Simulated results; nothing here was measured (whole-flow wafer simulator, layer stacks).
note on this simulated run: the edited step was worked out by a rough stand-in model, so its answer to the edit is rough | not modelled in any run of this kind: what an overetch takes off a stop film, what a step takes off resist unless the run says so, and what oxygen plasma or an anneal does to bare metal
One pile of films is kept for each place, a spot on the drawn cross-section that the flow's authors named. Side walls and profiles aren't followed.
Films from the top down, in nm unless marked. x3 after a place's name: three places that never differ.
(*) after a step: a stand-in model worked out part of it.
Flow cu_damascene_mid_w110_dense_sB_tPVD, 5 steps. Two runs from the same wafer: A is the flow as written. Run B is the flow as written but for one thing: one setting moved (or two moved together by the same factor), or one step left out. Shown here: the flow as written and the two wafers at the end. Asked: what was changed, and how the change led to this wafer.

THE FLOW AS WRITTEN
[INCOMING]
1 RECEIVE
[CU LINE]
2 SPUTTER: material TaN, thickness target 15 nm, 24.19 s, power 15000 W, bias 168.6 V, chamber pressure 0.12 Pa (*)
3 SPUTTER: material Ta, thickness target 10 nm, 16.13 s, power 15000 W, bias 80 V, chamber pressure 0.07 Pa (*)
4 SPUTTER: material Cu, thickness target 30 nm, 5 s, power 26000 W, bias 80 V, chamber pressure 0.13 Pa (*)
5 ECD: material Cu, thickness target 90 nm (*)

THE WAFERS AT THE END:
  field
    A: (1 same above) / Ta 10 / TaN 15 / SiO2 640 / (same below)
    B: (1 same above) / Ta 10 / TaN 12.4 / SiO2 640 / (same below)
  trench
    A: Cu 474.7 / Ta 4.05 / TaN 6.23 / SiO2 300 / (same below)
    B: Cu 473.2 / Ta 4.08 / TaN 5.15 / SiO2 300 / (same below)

The cause: step 2, SPUTTER: power 12400 W was run, where the flow has power 15000 W.

How the change led to this, step by step:
  2 SPUTTER: material TaN, thickness target 15 nm, 24.19 s, power 15000 W, bias 168.6 V, chamber pressure 0.12 Pa (*)
      field: A TaN +15 (new film) | B TaN +12.4 (new film)
      trench: A TaN +6.23 (new film) | B TaN +5.15 (new film)
